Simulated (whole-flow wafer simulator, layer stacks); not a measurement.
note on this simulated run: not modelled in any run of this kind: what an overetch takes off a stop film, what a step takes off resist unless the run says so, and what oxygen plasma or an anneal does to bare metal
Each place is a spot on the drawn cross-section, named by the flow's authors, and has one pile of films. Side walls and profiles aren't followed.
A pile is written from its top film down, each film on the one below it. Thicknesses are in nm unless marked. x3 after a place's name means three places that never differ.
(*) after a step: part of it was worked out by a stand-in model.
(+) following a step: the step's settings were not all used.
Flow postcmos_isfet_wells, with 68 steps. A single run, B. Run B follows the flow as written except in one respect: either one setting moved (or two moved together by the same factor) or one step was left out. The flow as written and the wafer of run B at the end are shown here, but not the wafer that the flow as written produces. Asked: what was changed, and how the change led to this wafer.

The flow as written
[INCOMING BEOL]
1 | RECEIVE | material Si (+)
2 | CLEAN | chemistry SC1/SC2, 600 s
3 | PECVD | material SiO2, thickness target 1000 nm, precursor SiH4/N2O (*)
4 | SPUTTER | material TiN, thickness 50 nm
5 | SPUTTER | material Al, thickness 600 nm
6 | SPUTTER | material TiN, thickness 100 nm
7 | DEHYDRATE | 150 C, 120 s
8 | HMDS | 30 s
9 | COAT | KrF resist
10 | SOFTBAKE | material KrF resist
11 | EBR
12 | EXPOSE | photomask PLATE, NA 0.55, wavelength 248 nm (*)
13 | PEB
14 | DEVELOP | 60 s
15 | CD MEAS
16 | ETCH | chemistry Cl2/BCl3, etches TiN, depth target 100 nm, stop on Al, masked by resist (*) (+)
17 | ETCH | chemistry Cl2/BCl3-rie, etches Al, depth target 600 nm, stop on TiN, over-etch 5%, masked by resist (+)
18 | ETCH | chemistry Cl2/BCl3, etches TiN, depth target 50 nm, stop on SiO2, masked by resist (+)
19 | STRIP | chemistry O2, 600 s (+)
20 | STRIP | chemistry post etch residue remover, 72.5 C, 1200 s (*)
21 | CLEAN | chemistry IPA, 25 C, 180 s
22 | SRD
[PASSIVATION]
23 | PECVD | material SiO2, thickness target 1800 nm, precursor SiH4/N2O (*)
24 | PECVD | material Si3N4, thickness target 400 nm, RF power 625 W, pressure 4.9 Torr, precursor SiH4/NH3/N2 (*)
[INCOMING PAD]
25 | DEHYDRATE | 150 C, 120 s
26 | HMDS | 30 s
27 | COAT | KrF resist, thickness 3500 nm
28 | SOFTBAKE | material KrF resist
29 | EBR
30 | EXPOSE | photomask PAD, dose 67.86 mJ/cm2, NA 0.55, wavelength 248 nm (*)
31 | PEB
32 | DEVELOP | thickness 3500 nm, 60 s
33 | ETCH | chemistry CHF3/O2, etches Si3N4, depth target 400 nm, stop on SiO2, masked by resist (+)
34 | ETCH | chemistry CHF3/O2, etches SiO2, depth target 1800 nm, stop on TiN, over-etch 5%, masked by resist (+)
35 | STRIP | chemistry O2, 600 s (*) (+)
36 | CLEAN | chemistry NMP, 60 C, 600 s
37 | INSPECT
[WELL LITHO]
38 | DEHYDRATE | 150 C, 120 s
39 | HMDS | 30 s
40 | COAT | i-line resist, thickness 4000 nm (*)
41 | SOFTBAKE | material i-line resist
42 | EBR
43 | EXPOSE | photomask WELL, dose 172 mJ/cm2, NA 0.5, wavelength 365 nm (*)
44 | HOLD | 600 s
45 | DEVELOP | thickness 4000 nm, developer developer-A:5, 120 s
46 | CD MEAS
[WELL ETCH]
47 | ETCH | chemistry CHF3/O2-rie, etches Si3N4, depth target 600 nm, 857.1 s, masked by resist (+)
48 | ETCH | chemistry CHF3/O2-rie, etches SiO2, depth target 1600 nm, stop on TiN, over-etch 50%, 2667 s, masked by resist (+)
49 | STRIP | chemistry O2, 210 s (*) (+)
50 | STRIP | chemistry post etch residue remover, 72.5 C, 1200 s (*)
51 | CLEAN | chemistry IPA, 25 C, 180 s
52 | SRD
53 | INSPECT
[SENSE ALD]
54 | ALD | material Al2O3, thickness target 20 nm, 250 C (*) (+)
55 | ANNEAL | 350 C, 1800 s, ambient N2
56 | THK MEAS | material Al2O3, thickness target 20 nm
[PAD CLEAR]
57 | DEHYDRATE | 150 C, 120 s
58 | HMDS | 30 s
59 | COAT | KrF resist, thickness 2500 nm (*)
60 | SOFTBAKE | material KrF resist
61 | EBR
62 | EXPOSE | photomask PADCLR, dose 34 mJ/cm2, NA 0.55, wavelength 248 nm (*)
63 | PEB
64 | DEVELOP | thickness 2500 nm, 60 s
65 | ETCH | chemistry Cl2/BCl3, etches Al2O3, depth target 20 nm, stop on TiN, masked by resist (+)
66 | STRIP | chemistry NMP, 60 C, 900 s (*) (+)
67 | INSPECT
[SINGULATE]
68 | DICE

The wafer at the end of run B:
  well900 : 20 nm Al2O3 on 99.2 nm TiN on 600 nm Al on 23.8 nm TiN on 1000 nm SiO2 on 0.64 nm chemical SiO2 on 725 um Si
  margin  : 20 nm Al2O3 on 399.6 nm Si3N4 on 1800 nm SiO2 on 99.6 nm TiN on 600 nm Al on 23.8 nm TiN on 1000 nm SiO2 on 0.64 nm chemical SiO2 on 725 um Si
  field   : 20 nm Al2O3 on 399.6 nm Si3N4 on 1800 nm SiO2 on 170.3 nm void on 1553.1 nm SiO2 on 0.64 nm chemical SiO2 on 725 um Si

Cause: step 4, SPUTTER: thickness 23.8 nm was run, while the flow as written has thickness 50 nm.
The wafer lets one read it off: well900 has TiN 23.8, and step 4 as written asks for 50 nm.

The path from the change to this, step by step:
  4 | SPUTTER | material TiN, thickness 50 nm
      field, margin, well900, well1300 x3, pad_rim, pad_clr, pad_open: +23.8 TiN (new film) (it would be, as written: +50 TiN (new film))
  18 | ETCH | chemistry Cl2/BCl3, etches TiN, depth target 50 nm, stop on SiO2, masked by resist (+)
      margin, well900, well1300 x3, pad_rim, pad_clr, pad_open: -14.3 KrF resist (it would be, as written: -20 KrF resist)
      field: -23.8 TiN (all of it) (it would be, as written: -50 TiN (all of it))
  23 | PECVD | material SiO2, thickness target 1800 nm, precursor SiH4/N2O (*)
      field: +1800 SiO2 (new film), +170.3 void (new film), +553.1 SiO2 (it would be, as written: +1800 SiO2 (new film), +189.9 void (new film), +559.7 SiO2)
